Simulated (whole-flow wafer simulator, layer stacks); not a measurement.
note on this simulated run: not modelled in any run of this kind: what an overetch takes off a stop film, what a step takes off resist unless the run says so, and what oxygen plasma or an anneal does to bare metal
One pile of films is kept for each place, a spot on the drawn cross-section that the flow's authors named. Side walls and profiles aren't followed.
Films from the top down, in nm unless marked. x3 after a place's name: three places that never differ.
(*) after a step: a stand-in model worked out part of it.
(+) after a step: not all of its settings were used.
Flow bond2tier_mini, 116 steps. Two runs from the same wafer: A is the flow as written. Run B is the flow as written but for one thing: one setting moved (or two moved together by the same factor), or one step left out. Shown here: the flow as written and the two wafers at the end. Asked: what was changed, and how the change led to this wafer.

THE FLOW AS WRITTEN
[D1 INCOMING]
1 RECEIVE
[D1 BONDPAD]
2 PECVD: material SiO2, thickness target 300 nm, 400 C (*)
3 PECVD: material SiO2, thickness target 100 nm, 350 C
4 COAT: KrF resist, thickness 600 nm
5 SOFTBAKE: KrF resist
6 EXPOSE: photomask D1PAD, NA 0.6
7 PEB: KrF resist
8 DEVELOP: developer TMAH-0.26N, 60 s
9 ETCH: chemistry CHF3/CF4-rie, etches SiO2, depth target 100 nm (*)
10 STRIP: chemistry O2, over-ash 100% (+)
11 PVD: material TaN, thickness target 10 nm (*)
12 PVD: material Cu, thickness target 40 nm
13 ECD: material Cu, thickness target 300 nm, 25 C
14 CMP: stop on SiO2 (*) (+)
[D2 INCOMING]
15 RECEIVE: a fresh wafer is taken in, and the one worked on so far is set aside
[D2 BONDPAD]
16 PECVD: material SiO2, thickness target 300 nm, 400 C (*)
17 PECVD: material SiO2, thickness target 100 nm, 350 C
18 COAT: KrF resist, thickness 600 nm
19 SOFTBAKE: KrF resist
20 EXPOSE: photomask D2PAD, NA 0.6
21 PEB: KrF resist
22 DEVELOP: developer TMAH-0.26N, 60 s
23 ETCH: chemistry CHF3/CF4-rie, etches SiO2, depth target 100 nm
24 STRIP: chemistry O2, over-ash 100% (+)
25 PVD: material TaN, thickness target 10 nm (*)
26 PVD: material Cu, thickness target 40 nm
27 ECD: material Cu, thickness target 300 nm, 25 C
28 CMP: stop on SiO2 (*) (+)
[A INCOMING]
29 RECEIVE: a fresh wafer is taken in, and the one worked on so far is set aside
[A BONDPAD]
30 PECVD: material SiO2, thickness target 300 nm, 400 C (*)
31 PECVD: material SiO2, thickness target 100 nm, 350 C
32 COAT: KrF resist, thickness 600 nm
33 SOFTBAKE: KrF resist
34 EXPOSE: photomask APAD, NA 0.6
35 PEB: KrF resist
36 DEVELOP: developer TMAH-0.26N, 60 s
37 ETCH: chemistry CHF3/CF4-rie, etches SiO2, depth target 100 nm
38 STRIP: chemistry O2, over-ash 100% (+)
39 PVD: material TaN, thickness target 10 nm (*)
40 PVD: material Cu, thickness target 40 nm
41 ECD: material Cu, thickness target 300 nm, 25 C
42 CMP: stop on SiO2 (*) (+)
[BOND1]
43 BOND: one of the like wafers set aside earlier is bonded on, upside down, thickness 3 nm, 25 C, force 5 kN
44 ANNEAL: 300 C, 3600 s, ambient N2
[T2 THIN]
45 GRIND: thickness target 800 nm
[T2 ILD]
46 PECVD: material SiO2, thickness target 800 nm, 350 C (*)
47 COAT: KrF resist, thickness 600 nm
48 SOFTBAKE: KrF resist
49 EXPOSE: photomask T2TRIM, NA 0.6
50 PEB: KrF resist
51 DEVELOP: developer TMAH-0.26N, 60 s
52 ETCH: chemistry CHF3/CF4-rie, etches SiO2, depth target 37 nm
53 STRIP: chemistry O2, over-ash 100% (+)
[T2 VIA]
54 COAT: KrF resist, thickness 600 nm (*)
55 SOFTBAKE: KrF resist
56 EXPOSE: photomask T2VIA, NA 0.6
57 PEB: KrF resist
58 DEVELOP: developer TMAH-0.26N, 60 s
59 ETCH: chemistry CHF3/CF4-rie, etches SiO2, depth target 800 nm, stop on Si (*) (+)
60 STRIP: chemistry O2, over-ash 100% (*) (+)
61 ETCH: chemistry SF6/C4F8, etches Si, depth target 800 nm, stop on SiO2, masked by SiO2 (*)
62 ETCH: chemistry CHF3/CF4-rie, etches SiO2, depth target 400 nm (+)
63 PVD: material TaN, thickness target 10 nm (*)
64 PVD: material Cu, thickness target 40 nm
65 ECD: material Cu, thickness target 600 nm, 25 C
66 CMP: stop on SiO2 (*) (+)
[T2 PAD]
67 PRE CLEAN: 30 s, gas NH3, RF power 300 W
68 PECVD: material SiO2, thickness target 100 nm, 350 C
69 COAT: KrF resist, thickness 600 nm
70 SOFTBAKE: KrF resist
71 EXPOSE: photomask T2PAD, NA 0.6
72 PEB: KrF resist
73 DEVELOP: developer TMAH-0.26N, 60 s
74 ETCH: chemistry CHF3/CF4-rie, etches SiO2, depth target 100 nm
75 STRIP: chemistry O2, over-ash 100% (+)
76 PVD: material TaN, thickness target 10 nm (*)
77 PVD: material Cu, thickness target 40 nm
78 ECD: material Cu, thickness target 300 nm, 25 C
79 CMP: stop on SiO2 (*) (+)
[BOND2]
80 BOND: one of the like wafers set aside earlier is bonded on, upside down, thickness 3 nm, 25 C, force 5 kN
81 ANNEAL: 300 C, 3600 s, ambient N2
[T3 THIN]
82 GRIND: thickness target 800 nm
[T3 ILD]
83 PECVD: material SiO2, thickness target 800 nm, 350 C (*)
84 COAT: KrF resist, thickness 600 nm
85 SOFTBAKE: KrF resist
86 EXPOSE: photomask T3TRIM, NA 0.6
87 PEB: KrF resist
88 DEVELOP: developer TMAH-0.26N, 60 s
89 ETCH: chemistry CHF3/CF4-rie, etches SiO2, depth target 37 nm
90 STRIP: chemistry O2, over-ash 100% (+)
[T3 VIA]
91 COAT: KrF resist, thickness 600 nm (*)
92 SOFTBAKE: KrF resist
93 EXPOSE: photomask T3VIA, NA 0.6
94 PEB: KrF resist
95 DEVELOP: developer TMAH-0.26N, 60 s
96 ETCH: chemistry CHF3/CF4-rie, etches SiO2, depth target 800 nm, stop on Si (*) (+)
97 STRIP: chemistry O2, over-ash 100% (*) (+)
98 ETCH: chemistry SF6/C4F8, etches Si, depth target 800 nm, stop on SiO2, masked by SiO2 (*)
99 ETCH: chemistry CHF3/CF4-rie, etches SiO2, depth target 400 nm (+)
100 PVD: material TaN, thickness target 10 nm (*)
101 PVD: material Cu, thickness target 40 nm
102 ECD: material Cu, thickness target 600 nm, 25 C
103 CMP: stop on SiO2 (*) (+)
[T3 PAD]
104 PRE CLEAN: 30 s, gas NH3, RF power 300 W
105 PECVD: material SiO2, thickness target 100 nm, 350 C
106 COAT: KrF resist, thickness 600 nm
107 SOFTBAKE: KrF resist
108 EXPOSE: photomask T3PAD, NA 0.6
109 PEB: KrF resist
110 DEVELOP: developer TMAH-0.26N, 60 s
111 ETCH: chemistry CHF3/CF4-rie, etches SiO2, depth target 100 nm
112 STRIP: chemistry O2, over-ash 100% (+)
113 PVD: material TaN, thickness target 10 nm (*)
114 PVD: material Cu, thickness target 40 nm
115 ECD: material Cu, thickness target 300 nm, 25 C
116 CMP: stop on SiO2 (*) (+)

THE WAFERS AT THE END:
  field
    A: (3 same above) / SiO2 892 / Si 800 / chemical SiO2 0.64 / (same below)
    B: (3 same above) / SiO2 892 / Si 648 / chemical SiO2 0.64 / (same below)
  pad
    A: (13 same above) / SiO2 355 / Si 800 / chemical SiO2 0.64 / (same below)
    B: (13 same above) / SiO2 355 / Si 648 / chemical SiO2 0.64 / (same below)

The cause: step 45, GRIND: thickness target 648 nm was run, where the flow has thickness target 800 nm.
It can be read off the wafer: field has Si 648, and step 45 as written asks for 800 nm.

How the change led to this, step by step:
  45 GRIND: thickness target 800 nm
      field, pad, via: A Si -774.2 um | B Si -774.35 um
